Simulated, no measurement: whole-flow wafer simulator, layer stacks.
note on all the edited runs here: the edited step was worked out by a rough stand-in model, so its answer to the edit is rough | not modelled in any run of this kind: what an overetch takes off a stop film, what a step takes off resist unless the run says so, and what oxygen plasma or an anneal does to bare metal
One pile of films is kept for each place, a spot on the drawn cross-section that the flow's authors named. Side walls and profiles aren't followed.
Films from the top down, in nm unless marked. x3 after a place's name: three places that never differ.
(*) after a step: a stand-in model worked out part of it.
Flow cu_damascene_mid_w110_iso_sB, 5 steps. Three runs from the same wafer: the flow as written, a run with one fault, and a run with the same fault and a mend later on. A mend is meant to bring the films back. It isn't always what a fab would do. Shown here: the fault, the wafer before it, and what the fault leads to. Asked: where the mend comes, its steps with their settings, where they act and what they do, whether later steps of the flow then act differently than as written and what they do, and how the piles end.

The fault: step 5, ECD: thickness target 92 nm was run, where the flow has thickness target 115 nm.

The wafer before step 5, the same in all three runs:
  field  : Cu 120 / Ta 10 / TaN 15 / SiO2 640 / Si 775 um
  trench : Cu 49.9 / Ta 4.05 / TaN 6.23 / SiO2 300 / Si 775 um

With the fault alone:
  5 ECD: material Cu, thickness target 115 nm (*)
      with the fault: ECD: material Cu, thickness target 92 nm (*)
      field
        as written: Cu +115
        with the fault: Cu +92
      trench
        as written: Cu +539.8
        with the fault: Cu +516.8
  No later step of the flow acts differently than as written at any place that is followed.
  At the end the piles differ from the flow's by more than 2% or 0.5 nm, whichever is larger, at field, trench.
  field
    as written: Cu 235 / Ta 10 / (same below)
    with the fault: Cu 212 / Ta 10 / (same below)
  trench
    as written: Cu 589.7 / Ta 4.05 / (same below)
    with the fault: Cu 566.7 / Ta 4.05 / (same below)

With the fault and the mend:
  The mend comes after step 5.
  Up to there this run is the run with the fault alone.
  5a ECD: material Cu, thickness target 23 nm (the flow's step 5 once more, with other settings)
      field, trench
        Cu +23
  No later step of the flow acts differently than as written at any place that is followed.
  At the end the piles are the same as the flow's at every place that both follow.
